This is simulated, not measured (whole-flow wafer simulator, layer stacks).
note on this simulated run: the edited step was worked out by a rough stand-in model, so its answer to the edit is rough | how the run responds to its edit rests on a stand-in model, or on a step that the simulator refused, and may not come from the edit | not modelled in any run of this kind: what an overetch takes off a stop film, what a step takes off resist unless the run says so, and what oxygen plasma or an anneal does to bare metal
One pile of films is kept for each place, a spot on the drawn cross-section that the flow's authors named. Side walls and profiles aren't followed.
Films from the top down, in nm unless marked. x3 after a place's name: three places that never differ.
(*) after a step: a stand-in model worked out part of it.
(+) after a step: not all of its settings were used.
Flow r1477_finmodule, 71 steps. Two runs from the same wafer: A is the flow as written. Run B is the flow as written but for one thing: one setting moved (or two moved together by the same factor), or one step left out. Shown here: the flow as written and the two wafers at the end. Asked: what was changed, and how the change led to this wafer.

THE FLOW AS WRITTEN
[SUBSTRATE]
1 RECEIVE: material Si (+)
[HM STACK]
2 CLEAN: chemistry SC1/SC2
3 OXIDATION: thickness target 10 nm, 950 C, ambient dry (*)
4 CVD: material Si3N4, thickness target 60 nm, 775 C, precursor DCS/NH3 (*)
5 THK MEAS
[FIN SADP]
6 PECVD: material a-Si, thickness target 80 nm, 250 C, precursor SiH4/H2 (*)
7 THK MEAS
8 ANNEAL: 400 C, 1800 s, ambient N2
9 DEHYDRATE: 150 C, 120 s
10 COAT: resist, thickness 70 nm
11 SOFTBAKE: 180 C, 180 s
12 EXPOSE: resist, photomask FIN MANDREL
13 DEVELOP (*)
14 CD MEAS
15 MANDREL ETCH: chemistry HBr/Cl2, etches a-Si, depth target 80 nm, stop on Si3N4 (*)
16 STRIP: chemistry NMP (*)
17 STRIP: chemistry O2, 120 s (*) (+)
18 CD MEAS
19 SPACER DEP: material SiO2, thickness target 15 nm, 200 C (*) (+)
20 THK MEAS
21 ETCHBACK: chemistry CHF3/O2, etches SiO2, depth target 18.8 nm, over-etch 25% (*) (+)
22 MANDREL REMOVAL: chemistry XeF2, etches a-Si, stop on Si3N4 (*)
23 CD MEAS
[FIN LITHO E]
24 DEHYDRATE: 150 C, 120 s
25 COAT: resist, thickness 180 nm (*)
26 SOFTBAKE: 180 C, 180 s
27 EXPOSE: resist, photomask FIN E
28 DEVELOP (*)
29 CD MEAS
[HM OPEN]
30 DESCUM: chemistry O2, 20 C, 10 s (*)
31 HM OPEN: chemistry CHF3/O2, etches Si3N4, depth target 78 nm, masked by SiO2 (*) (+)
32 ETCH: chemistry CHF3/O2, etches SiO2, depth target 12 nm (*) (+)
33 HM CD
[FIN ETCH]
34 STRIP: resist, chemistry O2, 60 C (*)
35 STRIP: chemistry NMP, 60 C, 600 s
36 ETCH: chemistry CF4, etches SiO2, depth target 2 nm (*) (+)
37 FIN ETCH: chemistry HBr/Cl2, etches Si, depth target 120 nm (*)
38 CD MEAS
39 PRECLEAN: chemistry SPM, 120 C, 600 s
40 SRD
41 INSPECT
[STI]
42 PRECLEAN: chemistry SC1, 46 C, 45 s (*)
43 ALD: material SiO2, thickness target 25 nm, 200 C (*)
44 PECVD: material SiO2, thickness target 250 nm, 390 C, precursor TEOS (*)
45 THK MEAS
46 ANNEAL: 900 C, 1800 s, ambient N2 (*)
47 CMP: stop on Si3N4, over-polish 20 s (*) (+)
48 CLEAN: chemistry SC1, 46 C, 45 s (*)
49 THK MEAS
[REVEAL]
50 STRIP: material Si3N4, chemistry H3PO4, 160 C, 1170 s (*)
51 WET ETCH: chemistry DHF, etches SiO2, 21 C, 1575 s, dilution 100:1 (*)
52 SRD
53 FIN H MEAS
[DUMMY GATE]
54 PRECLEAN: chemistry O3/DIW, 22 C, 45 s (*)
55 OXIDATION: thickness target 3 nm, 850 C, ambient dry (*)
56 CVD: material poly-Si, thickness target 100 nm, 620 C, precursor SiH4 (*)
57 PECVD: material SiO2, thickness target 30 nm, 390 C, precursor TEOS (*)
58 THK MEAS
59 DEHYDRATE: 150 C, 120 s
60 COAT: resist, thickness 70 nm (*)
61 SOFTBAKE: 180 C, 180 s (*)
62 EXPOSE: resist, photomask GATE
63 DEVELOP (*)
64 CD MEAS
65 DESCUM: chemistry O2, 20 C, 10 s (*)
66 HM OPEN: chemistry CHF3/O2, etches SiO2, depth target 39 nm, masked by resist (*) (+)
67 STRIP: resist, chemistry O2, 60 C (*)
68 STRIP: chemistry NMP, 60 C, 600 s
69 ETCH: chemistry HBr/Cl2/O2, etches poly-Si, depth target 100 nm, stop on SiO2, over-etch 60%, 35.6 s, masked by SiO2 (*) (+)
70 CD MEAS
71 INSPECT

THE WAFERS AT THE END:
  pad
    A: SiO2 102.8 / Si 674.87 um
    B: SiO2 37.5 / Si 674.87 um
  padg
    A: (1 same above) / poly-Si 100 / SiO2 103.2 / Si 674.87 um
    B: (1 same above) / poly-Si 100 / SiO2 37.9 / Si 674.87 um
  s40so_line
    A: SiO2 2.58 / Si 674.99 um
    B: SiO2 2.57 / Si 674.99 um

The cause: step 44, PECVD: thickness target 106.2 nm was run, where the flow has thickness target 250 nm.

How the change led to this, step by step:
  44 PECVD: material SiO2, thickness target 250 nm, 390 C, precursor TEOS (*)
      pad, padg, elg and 33 more: A SiO2 +250 | B SiO2 +106.2
  46 ANNEAL: 900 C, 1800 s, ambient N2 (*)
      pad, padg, elg and 33 more: A SiO2 -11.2 | B SiO2 -4.78
  47 CMP: stop on Si3N4, over-polish 20 s (*) (+)
      pad, padg, e40sg and 11 more: A SiO2 -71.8 | B nothing
      eso: A SiO2 -72.4 | B nothing
      (and at 21 more places)
  60 COAT: resist, thickness 70 nm (*)
      e40lg, e100lg, e200lg, elo, e40lo, e100lo, e200lo: A resist +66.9 (new film) | B resist +63.6 (new film)
      e40sg, e40so: A resist +129.5 (new film) | B resist +191.7 (new film)
      (and at 23 more places)
  63 DEVELOP (*)
      elo, e40lo, e100lo, e200lo: A resist -66.9 (all of it) | B resist -63.6 (all of it)
      eso: A resist -129.5 (all of it) | B resist -191 (all of it)
      (and at 12 more places)
  67 STRIP: resist, chemistry O2, 60 C (*)
      e40lg, e100lg: A resist -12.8 (all of it) | B resist -9.49 (all of it)
      e40sg: A resist -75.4 (all of it) | B resist -137.5 (all of it)
      (and at 12 more places)
